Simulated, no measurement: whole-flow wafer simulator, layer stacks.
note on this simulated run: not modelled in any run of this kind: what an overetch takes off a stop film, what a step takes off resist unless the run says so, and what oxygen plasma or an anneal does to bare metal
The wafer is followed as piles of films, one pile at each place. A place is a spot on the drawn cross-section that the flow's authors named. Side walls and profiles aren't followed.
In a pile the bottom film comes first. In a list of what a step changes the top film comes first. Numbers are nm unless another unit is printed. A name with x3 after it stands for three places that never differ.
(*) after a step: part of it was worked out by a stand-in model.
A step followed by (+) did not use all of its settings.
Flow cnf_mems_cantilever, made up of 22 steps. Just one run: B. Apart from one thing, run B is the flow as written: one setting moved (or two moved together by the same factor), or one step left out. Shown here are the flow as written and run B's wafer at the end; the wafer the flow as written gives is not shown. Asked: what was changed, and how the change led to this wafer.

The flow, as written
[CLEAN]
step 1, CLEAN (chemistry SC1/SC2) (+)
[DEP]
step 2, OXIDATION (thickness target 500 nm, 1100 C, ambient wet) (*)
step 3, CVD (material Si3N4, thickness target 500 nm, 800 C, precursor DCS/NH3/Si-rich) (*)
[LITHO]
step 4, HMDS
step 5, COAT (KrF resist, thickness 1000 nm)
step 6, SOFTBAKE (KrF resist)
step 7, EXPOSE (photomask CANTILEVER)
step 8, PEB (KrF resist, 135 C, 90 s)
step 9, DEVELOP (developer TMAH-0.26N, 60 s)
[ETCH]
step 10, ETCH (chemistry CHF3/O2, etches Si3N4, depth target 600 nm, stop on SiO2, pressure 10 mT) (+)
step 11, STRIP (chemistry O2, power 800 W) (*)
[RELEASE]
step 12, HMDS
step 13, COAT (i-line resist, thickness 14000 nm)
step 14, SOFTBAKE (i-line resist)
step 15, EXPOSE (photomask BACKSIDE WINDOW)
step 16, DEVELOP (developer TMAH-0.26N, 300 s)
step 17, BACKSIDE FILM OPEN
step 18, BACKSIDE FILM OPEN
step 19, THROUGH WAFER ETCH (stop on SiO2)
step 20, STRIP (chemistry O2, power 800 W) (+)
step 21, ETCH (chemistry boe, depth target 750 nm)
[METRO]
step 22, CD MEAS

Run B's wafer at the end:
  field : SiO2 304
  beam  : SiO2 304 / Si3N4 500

What caused this: step 21, ETCH: depth target 196 nm was run, though the flow has depth target 750 nm.

Step by step, how the change led to this:
  step 21, ETCH (chemistry boe, depth target 750 nm)
      field: -196 SiO2 (as written it would have been: -500 SiO2 (all of it))
      beam: under 1 film: -196 SiO2 (as written it would have been: under 1 film: -500 SiO2 (all of it))
